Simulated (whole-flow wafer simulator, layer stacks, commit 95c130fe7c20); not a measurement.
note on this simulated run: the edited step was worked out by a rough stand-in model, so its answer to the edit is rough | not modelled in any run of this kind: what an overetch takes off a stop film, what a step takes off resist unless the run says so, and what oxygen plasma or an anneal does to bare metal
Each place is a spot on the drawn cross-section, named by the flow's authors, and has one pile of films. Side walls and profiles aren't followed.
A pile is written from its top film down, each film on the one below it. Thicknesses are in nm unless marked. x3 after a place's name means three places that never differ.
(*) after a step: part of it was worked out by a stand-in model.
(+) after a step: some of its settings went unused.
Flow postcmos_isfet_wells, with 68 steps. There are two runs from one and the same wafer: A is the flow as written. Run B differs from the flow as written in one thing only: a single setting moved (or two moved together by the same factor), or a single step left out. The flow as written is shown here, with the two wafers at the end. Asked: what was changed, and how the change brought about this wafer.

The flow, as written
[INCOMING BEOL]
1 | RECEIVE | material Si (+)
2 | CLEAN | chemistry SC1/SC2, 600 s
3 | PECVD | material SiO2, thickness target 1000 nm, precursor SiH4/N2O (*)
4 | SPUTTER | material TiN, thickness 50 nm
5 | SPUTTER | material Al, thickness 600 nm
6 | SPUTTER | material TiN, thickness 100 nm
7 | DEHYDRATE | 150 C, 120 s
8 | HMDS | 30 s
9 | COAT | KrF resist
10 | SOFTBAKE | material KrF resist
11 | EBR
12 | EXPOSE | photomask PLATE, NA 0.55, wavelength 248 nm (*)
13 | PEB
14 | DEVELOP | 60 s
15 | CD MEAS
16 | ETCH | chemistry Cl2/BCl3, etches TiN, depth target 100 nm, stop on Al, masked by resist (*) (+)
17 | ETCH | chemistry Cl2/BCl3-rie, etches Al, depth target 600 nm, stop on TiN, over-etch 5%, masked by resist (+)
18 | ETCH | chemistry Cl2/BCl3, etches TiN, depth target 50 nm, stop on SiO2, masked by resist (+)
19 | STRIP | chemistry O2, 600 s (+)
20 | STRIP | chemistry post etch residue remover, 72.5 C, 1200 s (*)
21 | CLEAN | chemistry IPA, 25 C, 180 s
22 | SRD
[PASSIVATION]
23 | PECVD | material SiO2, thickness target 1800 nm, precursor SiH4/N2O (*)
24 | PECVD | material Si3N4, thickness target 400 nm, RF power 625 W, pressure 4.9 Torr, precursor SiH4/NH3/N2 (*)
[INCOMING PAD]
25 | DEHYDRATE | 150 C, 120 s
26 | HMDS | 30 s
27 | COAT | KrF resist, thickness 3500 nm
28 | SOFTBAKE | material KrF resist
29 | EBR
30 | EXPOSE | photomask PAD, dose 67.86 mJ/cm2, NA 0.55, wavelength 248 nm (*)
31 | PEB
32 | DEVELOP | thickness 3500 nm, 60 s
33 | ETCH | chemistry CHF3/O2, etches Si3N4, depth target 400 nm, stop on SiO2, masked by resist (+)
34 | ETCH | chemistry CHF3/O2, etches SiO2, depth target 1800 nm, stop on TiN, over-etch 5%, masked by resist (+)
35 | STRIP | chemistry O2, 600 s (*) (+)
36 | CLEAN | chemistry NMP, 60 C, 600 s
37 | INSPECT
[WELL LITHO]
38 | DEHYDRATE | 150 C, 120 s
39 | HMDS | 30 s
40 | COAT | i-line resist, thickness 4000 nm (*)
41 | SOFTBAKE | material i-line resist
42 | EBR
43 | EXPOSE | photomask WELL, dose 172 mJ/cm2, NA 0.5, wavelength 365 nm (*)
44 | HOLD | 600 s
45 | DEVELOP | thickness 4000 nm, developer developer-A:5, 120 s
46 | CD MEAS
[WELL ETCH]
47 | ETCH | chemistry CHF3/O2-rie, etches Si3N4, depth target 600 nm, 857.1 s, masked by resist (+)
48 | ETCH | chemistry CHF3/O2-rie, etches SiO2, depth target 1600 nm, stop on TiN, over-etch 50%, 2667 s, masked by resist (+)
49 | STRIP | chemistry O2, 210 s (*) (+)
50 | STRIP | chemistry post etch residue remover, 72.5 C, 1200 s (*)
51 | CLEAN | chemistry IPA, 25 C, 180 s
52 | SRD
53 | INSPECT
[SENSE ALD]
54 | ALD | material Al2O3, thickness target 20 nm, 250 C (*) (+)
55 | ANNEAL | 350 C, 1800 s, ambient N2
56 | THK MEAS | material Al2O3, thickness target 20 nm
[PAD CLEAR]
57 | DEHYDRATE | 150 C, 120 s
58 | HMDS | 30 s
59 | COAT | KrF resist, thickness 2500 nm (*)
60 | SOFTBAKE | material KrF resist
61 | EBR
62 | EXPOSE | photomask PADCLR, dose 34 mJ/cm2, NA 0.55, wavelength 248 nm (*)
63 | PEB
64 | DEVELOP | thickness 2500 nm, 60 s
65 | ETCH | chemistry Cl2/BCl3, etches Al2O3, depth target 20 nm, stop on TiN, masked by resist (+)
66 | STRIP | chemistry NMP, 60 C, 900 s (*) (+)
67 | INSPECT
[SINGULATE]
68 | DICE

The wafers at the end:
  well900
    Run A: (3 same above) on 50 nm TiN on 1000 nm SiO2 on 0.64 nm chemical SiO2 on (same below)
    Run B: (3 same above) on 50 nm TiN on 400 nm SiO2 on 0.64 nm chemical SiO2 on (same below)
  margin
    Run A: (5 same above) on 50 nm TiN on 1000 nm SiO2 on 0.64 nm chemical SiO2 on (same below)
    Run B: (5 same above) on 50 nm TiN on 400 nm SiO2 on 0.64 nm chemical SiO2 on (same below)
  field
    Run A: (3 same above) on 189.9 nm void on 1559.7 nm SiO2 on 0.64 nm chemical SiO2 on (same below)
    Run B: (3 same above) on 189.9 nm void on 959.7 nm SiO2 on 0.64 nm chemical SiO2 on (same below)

The reason: step 3, PECVD: thickness target 400 nm was run, though the flow has thickness target 1000 nm.
The wafer itself shows it: well900 has SiO2 400, and step 3 as written asks for 1000 nm.

How this came from the change, step by step:
  3 | PECVD | material SiO2, thickness target 1000 nm, precursor SiH4/N2O (*)
      field, margin, well900, well1300 x3, pad_rim, pad_clr, pad_open: A +1000 SiO2 (new film) | B +400 SiO2 (new film)
